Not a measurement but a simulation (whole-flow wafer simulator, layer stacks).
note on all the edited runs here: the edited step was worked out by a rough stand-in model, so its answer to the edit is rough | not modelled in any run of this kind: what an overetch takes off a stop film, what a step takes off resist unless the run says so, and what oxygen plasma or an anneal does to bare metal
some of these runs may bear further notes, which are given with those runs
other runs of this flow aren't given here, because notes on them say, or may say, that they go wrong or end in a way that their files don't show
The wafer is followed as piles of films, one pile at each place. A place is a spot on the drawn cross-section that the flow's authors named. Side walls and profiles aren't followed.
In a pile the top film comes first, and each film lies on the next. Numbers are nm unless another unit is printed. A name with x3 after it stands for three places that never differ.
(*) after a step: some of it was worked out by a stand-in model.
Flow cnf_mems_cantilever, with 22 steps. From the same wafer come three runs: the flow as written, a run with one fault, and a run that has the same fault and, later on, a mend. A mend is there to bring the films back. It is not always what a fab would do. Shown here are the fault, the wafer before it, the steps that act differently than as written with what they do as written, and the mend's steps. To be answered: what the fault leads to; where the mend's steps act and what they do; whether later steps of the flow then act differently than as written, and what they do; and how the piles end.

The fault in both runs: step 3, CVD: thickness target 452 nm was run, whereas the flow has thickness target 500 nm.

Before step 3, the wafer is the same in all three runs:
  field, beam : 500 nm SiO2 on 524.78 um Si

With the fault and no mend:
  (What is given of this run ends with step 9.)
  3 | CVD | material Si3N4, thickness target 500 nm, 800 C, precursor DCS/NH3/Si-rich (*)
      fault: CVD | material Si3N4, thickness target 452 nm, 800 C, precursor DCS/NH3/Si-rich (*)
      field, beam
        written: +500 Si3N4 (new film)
        fault: +452 Si3N4 (new film)
  Every later step of the flow up to step 9 that is run acts as written at every place that is followed.
  After step 9, at field, beam, the piles differ from the flow's by more than 2% or 0.5 nm, whichever is larger.
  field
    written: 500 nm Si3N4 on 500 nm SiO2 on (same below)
    fault: 452 nm Si3N4 on 500 nm SiO2 on (same below)
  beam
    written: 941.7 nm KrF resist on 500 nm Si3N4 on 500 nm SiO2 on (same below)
    fault: 941.7 nm KrF resist on 452 nm Si3N4 on 500 nm SiO2 on (same below)

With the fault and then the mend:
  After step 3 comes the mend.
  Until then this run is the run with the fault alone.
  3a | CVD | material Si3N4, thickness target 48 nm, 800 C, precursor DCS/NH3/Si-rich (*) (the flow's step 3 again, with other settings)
      field, beam
        +48 Si3N4
  Every later step of the flow that is run acts as written at every place that is followed.
  By the end, the piles equal the flow's at every place that both follow.
